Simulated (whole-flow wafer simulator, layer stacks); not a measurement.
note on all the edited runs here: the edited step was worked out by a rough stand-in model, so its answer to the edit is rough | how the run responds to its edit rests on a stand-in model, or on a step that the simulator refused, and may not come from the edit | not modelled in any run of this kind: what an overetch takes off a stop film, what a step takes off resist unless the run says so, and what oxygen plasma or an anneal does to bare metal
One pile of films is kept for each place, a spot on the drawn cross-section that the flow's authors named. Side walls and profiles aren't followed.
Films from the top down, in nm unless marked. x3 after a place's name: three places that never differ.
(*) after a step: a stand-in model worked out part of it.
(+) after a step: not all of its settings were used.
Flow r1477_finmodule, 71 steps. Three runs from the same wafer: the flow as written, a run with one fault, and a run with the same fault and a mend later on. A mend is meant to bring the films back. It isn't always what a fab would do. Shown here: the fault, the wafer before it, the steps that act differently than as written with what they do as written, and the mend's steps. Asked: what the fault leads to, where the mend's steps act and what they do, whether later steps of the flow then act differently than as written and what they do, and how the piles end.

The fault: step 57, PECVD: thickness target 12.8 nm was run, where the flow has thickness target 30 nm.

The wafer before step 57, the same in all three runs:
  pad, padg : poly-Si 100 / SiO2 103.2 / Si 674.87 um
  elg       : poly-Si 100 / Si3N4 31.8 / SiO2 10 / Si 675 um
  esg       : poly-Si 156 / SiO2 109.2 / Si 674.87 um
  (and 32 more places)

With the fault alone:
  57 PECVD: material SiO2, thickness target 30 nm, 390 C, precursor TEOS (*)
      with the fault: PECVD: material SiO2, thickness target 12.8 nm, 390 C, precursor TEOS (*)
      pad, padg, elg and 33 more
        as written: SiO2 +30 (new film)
        with the fault: SiO2 +12.8 (new film)
  Later steps of the flow that act differently than as written (3 more steps differ only slightly, by at most 2% or 0.5 nm, whichever is larger, and aren't shown):
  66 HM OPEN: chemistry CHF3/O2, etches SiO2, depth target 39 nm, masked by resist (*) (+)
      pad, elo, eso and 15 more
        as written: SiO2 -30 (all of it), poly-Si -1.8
        with the fault: SiO2 -12.8 (all of it), poly-Si -1.28
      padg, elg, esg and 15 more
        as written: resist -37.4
        with the fault: resist -18.4
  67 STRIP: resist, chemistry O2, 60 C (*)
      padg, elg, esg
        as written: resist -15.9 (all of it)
        with the fault: resist -34.9 (all of it)
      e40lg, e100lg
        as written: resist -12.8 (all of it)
        with the fault: resist -31.7 (all of it)
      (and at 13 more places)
  At the end the piles differ from the flow's by more than 2% or 0.5 nm, whichever is larger, at padg, elg, esg and 15 more.
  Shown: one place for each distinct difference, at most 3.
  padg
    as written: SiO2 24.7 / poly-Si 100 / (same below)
    with the fault: SiO2 7.5 / poly-Si 100 / (same below)
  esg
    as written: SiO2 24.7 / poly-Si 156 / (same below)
    with the fault: SiO2 7.5 / poly-Si 156 / (same below)
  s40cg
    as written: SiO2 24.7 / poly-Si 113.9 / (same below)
    with the fault: SiO2 7.5 / poly-Si 113.9 / (same below)

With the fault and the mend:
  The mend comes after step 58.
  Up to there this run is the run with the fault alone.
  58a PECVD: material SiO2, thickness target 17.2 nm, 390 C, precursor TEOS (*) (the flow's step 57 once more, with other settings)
      pad, padg, elg and 33 more
        SiO2 +17.2
  No later step of the flow acts differently than as written at any place that is followed.
  At the end the piles are the same as the flow's at every place that both follow.
